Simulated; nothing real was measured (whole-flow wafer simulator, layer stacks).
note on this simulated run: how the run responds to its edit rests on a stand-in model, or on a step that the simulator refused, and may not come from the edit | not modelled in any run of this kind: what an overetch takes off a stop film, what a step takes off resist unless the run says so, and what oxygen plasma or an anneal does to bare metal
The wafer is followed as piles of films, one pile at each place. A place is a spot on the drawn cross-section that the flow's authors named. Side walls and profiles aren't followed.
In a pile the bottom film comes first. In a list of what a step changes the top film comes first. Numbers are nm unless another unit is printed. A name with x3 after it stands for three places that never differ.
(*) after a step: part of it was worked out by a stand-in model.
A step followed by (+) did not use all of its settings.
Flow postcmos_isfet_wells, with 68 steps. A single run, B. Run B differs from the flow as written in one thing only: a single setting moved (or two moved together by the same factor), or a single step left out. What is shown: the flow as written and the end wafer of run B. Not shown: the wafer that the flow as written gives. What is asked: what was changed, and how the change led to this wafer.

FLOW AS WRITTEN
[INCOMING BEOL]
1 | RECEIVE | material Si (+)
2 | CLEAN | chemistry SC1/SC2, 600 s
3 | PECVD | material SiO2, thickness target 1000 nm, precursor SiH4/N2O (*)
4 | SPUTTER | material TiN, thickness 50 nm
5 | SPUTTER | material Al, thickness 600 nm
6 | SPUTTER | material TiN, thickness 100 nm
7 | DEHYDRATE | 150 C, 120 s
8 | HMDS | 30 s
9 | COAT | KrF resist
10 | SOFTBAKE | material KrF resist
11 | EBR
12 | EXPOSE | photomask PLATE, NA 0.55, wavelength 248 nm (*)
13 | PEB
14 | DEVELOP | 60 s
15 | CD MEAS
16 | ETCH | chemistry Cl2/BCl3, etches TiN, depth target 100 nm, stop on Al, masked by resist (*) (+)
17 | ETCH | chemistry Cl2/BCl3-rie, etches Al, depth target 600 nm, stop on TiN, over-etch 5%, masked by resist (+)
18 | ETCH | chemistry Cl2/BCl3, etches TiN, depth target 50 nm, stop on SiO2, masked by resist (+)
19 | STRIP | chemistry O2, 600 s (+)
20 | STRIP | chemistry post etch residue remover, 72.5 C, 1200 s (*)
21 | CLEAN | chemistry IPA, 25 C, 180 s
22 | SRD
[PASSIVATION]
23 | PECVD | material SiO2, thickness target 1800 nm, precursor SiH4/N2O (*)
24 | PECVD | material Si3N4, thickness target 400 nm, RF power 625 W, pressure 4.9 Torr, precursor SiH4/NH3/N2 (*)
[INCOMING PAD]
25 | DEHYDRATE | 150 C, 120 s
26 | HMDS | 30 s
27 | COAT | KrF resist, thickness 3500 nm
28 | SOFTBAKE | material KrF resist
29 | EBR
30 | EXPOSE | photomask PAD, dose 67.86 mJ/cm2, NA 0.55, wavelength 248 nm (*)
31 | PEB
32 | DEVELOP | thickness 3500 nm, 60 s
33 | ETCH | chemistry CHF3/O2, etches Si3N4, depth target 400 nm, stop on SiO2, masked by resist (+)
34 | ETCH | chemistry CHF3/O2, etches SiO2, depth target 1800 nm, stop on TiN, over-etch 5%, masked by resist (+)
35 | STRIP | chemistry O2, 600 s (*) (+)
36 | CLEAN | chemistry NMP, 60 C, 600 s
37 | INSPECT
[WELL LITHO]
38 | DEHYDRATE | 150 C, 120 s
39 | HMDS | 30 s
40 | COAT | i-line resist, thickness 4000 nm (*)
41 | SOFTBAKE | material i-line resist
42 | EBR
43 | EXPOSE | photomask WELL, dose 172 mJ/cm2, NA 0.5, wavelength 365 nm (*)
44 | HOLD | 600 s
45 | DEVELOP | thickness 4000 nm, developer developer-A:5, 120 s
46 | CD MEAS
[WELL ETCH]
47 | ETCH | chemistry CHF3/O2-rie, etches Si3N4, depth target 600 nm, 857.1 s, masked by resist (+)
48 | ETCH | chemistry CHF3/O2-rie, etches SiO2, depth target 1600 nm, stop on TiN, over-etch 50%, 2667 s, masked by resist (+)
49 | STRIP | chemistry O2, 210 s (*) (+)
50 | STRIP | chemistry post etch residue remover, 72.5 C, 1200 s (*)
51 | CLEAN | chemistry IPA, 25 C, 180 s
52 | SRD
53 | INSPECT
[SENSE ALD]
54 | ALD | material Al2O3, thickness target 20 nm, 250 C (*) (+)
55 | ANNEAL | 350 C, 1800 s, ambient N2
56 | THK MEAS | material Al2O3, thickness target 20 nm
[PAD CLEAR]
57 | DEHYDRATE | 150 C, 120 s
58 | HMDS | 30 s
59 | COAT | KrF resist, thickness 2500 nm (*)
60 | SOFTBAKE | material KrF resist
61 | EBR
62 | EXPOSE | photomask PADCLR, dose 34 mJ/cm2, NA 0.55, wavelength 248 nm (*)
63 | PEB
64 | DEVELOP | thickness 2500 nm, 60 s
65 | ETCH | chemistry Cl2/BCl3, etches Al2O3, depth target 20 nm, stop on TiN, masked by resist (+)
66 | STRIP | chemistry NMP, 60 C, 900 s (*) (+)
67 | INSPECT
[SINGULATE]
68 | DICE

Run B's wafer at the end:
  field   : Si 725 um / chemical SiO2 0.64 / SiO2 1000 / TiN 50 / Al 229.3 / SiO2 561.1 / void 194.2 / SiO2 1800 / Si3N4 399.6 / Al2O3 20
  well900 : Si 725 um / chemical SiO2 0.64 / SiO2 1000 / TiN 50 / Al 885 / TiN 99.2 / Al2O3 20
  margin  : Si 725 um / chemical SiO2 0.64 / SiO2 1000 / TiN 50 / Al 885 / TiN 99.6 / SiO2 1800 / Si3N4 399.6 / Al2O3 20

The reason: step 5, SPUTTER: thickness 885 nm was run, while the flow as written has thickness 600 nm.
The wafer itself shows it: well900 has Al 885, and step 5 as written asks for 600 nm.

The path from the change to this, step by step:
  5 | SPUTTER | material Al, thickness 600 nm
      field, margin, well900, well1300 x3, pad_rim, pad_clr, pad_open: Al gains 885 (new film) (in the flow as written it would be: Al gains 600 (new film))
  17 | ETCH | chemistry Cl2/BCl3-rie, etches Al, depth target 600 nm, stop on TiN, over-etch 5%, masked by resist (+)
      field: Al loses 600 (in the flow as written it would be: Al loses 600 (all of it))
  18 | ETCH | chemistry Cl2/BCl3, etches TiN, depth target 50 nm, stop on SiO2, masked by resist (+)
      field: Al loses 50 (in the flow as written it would be: TiN loses 50 (all of it))
  20 | STRIP | chemistry post etch residue remover, 72.5 C, 1200 s (*)
      field: Al loses 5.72 (in the flow as written it would be: nothing)
  23 | PECVD | material SiO2, thickness target 1800 nm, precursor SiH4/N2O (*)
      field: SiO2 gains 1800 (new film), void gains 194.2 (new film), SiO2 gains 561.1 (new film) (in the flow as written it would be: SiO2 gains 1800 (new film), void gains 189.9 (new film), SiO2 gains 559.7)
Taking metal films that touch as one body, field has 1 body; the flow as written gives 0 bodies.
